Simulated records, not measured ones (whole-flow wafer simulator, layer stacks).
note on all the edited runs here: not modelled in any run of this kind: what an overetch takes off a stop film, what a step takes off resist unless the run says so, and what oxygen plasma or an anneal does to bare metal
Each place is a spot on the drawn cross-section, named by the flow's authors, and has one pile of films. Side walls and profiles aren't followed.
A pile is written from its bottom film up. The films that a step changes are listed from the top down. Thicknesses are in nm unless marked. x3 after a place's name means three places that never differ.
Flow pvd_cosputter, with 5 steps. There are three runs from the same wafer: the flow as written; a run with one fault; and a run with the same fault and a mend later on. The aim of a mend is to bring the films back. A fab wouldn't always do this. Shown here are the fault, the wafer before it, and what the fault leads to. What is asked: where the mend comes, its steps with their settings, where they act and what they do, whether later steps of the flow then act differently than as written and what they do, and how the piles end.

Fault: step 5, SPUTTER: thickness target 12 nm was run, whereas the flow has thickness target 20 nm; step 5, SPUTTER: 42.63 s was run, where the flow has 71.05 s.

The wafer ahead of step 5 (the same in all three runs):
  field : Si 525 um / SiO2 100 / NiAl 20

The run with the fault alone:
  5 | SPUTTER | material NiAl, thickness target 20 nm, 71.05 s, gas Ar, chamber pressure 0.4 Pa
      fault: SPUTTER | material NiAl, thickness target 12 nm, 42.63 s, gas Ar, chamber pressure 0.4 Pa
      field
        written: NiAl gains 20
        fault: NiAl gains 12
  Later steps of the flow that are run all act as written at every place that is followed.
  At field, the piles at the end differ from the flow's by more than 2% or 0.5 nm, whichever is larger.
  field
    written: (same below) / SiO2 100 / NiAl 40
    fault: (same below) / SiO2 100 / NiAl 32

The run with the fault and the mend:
  The mend follows step 5.
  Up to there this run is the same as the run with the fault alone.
  5a | SPUTTER | material NiAl, thickness target 8 nm, 28.42 s, gas Ar, chamber pressure 0.4 Pa (a further turn of the flow's step 5, with different settings)
      field
        NiAl gains 8
  Later steps of the flow that are run all act as written at every place that is followed.
  At every place that both follow, the piles at the end match the flow's.
